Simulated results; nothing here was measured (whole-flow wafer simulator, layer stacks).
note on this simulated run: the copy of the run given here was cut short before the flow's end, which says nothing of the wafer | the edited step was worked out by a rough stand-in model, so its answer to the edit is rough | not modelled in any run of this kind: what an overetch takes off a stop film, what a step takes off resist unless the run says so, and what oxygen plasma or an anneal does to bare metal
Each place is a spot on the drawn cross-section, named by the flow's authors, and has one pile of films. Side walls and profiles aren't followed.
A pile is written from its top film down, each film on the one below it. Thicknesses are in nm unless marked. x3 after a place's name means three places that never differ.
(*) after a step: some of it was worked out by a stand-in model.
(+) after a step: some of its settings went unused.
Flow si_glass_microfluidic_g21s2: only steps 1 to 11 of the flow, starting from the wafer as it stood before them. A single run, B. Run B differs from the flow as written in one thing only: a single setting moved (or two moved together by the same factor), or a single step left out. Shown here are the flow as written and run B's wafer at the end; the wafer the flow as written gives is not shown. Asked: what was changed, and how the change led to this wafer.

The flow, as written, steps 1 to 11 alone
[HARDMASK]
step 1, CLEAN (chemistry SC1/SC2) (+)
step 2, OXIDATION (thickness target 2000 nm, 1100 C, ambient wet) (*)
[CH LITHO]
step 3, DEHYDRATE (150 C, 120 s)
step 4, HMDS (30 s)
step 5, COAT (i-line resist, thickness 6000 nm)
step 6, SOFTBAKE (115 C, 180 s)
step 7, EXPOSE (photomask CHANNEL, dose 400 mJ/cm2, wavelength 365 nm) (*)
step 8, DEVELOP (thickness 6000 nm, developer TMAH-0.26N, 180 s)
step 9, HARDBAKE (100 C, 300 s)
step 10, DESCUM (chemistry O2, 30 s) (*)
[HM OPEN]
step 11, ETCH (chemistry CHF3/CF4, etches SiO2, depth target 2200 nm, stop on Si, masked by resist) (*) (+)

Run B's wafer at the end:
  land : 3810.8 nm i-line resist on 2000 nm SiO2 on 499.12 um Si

Cause: step 11, ETCH: depth target 2585 nm was run, though the flow has depth target 2200 nm.

Step by step, how the change led to this:
  step 11, ETCH (chemistry CHF3/CF4, etches SiO2, depth target 2200 nm, stop on Si, masked by resist) (*) (+)
      land: -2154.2 i-line resist (as written it would have been: -1833.3 i-line resist)
